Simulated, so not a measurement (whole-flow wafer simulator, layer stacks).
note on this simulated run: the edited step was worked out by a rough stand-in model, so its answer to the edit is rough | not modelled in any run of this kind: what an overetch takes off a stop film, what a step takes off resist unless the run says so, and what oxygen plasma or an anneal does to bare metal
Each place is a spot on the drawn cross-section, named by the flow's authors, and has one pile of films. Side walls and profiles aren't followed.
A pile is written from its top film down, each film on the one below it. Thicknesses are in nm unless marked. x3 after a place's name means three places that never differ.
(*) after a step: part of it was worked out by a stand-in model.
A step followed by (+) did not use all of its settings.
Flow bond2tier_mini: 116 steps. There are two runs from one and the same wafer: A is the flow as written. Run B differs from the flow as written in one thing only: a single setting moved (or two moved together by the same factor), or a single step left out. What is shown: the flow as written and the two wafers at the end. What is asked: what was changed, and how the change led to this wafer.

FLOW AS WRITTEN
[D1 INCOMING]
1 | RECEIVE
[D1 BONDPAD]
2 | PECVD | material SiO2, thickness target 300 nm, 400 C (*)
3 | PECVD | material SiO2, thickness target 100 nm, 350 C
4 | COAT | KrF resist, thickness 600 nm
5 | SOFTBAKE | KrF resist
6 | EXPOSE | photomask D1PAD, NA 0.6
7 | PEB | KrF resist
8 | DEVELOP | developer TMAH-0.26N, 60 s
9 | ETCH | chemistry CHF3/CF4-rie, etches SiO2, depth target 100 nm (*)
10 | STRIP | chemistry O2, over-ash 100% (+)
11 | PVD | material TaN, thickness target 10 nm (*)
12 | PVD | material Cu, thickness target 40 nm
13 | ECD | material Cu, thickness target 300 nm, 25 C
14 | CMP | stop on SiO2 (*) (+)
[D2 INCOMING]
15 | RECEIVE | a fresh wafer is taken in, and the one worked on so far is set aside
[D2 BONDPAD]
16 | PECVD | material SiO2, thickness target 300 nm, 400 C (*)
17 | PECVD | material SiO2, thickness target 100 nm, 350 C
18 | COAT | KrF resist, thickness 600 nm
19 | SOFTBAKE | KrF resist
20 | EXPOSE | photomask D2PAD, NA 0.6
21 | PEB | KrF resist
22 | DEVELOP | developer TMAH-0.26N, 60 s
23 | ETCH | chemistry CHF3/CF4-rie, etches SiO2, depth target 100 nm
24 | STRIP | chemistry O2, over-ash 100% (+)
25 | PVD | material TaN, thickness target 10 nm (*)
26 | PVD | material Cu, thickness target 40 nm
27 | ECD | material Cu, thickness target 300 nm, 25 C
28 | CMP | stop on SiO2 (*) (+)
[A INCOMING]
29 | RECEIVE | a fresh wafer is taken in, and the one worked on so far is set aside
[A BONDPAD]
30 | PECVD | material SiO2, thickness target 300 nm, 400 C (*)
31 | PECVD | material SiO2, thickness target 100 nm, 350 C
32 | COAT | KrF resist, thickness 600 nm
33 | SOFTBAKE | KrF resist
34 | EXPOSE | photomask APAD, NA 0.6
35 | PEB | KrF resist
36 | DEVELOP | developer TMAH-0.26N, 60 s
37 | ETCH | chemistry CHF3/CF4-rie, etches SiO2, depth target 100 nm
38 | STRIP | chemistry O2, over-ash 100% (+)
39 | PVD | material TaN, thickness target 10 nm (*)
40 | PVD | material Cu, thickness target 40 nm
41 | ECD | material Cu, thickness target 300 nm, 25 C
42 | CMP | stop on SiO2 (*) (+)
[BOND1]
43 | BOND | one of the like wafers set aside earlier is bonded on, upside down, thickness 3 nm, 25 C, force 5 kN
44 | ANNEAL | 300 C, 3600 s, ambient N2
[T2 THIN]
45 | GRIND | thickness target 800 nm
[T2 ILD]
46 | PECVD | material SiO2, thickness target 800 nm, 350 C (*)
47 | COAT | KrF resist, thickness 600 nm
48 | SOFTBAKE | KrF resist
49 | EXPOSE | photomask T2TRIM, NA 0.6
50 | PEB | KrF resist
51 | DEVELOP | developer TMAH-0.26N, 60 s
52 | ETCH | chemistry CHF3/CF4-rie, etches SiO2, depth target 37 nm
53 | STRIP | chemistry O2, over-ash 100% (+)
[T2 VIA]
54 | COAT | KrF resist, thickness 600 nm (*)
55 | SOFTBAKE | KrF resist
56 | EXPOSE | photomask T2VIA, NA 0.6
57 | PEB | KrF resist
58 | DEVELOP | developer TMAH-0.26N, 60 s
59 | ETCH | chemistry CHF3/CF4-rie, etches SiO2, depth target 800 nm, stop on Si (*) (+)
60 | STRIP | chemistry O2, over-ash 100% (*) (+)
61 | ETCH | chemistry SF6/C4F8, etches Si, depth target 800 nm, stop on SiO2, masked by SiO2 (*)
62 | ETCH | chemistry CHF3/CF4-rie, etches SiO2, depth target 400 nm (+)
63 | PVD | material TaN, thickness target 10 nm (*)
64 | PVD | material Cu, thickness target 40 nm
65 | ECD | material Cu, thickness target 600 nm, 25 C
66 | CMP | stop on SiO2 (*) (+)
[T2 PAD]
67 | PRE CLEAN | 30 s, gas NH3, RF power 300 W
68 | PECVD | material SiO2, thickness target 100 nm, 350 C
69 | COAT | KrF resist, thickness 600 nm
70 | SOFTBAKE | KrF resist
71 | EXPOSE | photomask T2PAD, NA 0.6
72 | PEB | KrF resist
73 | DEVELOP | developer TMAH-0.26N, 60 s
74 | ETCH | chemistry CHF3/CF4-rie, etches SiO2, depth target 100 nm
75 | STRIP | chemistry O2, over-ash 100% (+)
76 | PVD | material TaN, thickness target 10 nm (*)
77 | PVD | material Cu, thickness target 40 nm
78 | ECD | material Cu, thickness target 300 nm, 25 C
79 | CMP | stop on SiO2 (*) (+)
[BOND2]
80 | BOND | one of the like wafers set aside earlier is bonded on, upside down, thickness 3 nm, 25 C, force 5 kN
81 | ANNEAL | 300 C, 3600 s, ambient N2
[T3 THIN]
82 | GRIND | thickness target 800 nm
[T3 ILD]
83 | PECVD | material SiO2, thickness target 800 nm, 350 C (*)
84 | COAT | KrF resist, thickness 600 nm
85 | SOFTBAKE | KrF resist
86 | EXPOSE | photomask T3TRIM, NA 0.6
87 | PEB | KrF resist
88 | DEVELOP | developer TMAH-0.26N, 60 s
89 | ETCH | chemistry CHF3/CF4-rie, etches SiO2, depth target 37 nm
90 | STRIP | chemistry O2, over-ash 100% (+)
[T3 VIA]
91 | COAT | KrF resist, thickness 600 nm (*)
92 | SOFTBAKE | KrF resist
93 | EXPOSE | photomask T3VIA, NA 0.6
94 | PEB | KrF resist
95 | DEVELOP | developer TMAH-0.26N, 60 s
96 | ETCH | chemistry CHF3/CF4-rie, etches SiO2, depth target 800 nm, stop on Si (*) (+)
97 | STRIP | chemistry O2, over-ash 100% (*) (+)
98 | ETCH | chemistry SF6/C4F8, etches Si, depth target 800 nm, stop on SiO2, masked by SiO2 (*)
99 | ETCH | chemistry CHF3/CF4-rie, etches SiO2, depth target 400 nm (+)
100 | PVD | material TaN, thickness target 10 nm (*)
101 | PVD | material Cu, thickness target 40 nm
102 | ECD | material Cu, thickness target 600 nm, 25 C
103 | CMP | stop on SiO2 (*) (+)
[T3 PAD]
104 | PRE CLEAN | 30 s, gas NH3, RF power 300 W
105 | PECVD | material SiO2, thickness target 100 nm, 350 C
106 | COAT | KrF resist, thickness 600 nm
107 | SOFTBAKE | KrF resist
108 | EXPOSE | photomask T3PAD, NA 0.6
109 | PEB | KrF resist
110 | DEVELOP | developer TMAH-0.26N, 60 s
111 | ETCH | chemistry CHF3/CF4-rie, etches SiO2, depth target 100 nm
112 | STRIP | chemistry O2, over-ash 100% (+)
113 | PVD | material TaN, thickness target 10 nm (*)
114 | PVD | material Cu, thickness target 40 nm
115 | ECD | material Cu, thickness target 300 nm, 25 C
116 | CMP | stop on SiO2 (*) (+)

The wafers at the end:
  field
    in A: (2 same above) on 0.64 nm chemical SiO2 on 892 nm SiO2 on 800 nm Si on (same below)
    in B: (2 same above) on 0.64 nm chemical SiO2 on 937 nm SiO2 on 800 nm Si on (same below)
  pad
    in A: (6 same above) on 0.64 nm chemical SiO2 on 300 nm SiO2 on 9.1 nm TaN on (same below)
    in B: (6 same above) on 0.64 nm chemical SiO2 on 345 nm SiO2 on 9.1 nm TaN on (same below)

The reason: step 16, PECVD: thickness target 345 nm was run, though the flow has thickness target 300 nm.
The wafer itself shows it: pad has SiO2 345, and step 16 as written asks for 300 nm.

The path from the change to this, step by step:
  16 | PECVD | material SiO2, thickness target 300 nm, 400 C (*)
      field, pad, via: A +300 SiO2 (new film) | B +345 SiO2 (new film)
  80 | BOND | one of the like wafers set aside earlier is bonded on, upside down, thickness 3 nm, 25 C, force 5 kN
      field: A +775 um Si (new film), +0.64 chemical SiO2 (new film), +400 SiO2 | B +775 um Si (new film), +0.64 chemical SiO2 (new film), +445 SiO2
      pad: A +775 um Si (new film), +0.64 chemical SiO2 (new film), +300 SiO2 (new film), +9.1 TaN (new film), +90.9 Cu | B +775 um Si (new film), +0.64 chemical SiO2 (new film), +345 SiO2 (new film), +9.1 TaN (new film), +90.9 Cu
